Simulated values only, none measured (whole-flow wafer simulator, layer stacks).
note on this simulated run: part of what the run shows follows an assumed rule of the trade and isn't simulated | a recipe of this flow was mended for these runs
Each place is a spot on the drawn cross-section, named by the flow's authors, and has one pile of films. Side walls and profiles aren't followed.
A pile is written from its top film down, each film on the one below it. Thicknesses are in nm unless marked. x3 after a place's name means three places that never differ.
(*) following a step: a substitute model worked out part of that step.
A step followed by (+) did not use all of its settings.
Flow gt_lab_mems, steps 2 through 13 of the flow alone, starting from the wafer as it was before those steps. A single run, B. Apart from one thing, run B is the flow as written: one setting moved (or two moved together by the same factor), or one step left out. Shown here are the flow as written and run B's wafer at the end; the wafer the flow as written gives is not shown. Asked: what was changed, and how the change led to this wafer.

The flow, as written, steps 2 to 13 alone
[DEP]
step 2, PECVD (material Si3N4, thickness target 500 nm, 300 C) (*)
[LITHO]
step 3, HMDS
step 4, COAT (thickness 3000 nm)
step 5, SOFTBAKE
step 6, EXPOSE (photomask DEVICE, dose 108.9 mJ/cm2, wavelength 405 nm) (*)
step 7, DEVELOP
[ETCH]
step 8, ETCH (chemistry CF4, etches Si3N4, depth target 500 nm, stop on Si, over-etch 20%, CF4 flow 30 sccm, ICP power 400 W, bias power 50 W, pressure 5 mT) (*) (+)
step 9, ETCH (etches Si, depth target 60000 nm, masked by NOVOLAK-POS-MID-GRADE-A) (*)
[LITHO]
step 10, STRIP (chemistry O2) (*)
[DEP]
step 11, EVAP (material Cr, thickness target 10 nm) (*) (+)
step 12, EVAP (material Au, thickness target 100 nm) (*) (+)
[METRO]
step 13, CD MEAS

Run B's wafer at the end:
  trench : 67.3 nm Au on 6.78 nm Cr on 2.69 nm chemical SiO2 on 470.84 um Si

Cause: step 8, ETCH: depth target 320 nm was run, though the flow has depth target 500 nm.

Step by step, how the change led to this:
  step 8, ETCH (chemistry CF4, etches Si3N4, depth target 500 nm, stop on Si, over-etch 20%, CF4 flow 30 sccm, ICP power 400 W, bias power 50 W, pressure 5 mT) (*) (+)
      trench: -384 Si3N4 (as written it would have been: -500 Si3N4 (all of it), -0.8 chemical SiO2 (all of it), -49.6 Si)
      field: -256 g/i-line-resist (as written it would have been: -400 g/i-line-resist)
  step 9, ETCH (etches Si, depth target 60000 nm, masked by NOVOLAK-POS-MID-GRADE-A) (*)
      trench: -116 Si3N4 (all of it), -0.8 chemical SiO2 (all of it), -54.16 um Si (as written it would have been: -59.96 um Si)
  step 10, STRIP (chemistry O2) (*)
      field: -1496 g/i-line-resist (all of it) (as written it would have been: -1352 g/i-line-resist (all of it))
  step 12, EVAP (material Au, thickness target 100 nm) (*) (+)
      trench: +67.3 Au (new film) (as written it would have been: +64.1 Au (new film))
